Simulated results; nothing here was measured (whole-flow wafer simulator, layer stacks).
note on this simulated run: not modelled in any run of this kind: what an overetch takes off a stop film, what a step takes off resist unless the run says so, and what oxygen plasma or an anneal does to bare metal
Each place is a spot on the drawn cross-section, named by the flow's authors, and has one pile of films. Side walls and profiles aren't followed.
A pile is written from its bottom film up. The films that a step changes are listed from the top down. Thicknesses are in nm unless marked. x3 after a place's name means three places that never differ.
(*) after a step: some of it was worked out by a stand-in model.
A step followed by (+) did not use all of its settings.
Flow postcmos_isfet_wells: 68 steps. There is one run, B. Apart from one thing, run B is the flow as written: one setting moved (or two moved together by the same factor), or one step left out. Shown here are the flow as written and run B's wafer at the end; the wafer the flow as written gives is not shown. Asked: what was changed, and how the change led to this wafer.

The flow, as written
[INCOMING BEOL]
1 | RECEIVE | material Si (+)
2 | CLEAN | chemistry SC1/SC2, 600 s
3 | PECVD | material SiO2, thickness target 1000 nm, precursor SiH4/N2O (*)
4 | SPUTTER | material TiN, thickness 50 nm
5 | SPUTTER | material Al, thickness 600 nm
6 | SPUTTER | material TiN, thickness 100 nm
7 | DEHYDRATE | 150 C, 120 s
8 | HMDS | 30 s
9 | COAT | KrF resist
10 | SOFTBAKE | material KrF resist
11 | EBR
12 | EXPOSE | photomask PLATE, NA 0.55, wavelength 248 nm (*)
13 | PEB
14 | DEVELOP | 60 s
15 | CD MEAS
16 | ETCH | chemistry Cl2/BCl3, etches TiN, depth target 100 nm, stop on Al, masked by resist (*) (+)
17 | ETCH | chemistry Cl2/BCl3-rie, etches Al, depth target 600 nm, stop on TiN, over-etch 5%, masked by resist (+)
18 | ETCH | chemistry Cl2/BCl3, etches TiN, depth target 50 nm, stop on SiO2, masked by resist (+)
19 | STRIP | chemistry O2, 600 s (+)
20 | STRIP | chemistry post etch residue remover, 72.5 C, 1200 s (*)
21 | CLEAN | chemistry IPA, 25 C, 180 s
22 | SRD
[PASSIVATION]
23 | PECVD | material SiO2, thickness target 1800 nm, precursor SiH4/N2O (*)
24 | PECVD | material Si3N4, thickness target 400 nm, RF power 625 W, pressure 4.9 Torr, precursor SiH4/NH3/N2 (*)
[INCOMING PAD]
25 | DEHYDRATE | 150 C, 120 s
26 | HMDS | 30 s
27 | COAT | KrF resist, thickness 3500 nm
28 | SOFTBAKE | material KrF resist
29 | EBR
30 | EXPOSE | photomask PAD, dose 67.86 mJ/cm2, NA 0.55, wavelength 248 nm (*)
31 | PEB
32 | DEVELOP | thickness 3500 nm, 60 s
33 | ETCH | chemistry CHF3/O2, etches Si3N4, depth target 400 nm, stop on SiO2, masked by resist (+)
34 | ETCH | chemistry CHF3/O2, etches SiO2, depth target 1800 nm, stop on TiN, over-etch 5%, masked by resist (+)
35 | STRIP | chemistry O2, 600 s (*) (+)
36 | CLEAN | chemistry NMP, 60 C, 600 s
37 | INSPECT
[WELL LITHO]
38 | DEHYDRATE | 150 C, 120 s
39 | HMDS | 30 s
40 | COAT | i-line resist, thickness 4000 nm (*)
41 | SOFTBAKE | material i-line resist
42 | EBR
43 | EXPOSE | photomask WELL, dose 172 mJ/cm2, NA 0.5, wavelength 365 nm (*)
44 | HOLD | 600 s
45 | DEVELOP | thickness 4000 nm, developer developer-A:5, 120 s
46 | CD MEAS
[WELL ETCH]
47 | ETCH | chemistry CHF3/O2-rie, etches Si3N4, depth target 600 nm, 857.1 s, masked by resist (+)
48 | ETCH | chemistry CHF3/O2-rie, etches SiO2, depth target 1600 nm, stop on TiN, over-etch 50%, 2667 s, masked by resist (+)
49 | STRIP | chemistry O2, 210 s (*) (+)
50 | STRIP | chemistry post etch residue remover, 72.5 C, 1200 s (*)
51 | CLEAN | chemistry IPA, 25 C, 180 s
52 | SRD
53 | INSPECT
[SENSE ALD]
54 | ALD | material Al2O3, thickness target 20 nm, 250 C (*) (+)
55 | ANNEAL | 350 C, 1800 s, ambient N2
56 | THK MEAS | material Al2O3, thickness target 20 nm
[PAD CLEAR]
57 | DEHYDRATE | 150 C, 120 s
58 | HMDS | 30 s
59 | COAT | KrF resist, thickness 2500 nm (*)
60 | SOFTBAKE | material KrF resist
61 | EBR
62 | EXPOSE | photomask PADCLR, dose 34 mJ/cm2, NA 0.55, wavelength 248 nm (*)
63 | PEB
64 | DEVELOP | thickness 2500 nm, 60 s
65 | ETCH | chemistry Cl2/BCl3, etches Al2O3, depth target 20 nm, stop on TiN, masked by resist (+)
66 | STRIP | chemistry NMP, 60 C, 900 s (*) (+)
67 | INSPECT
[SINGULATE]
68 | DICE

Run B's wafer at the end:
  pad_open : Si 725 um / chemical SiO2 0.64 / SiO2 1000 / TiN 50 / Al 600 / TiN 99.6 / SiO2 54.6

What caused this: step 33, ETCH: depth target 348 nm was run, whereas the flow has depth target 400 nm.

The path from the change to this, step by step:
  33 | ETCH | chemistry CHF3/O2, etches Si3N4, depth target 400 nm, stop on SiO2, masked by resist (+)
      pad_open: -348 Si3N4 (as written it would have been: -400 Si3N4 (all of it))
      field, margin, well900, well1300 x3, pad_rim, pad_clr: -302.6 KrF resist (as written it would have been: -347.8 KrF resist)
  34 | ETCH | chemistry CHF3/O2, etches SiO2, depth target 1800 nm, stop on TiN, over-etch 5%, masked by resist (+)
      pad_open: -52 Si3N4 (all of it), -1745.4 SiO2 (as written it would have been: -1800 SiO2 (all of it))
  35 | STRIP | chemistry O2, 600 s (*) (+)
      field, margin, well900, well1300 x3, pad_rim, pad_clr: -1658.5 KrF resist (all of it) (as written it would have been: -1613.3 KrF resist (all of it))
  41 | SOFTBAKE | material i-line resist
      pad_clr: -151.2 i-line resist (as written it would have been: -156.7 i-line resist)
      pad_open: +112.9 i-line resist (as written it would have been: +115.3 i-line resist)
